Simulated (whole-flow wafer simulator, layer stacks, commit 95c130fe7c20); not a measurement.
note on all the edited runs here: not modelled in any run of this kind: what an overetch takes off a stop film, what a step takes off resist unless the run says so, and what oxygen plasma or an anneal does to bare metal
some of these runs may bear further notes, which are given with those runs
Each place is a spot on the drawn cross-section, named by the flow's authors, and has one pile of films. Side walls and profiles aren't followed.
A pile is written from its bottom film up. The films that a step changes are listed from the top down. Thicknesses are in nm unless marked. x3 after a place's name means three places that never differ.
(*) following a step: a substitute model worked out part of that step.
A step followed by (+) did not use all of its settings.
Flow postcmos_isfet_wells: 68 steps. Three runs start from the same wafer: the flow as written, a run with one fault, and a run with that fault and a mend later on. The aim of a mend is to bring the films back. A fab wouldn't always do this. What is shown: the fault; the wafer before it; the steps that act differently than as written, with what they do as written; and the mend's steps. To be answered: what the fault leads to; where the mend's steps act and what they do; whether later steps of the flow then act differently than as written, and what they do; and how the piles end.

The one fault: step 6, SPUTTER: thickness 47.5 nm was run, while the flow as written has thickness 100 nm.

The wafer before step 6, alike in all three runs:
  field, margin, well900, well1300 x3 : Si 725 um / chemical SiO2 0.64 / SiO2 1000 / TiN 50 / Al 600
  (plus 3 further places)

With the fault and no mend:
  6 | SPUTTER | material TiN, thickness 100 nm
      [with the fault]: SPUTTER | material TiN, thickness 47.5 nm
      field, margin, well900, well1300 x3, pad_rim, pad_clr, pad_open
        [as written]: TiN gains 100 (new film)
        [with the fault]: TiN gains 47.5 (new film)
  Steps further on in the flow that do not act as written (1 other step is not shown; it differs only slightly, by no more than 2% or 0.5 nm, whichever is larger):
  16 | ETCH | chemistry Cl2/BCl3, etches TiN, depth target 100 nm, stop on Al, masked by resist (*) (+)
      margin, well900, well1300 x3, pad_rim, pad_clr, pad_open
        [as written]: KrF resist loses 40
        [with the fault]: KrF resist loses 28.5
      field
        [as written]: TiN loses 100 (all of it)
        [with the fault]: TiN loses 47.5 (all of it)
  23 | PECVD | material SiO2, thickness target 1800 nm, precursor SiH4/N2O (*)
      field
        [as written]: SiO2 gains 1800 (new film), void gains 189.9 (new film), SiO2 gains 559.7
        [with the fault]: SiO2 gains 1800 (new film), void gains 151 (new film), SiO2 gains 546.1
  By the end, the piles at field, margin, well900, well1300 x3, pad_rim, pad_clr, pad_open depart from the flow's by more than 2% or 0.5 nm, whichever is larger.
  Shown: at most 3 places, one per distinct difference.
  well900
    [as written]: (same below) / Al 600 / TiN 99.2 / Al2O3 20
    [with the fault]: (same below) / Al 600 / TiN 46.7 / Al2O3 20
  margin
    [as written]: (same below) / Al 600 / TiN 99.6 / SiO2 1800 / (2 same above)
    [with the fault]: (same below) / Al 600 / TiN 47.1 / SiO2 1800 / (2 same above)
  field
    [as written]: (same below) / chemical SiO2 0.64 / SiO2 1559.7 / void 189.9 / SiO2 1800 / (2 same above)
    [with the fault]: (same below) / chemical SiO2 0.64 / SiO2 1546.1 / void 151 / SiO2 1800 / (2 same above)

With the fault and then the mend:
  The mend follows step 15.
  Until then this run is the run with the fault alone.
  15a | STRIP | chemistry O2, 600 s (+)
      margin, well900, well1300 x3, pad_rim, pad_clr, pad_open
        KrF resist loses 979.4 (all of it)
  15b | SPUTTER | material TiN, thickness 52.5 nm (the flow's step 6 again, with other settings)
      field, margin, well900, well1300 x3, pad_rim, pad_clr, pad_open
        TiN gains 52.5
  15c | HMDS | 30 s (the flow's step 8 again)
      does not change any film at any place that is followed
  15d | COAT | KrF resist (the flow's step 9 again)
      field, margin, well900, well1300 x3, pad_rim, pad_clr, pad_open
        KrF resist gains 1000 (new film)
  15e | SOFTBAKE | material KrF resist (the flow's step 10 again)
      does not change any film at any place that is followed
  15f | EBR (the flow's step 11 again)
      does not change any film at any place that is followed
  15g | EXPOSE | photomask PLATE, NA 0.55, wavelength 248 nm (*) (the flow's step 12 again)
      does not change any film at any place that is followed
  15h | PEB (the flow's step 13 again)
      field, margin, well900, well1300 x3, pad_rim, pad_clr, pad_open
        KrF resist loses 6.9
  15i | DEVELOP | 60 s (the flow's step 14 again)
      margin, well900, well1300 x3, pad_rim, pad_clr, pad_open
        KrF resist loses 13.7
      field
        KrF resist loses 993.1 (all of it)
  Later steps of the flow that are run all act as written at every place that is followed.
  At every place that both follow, the piles at the end match the flow's.
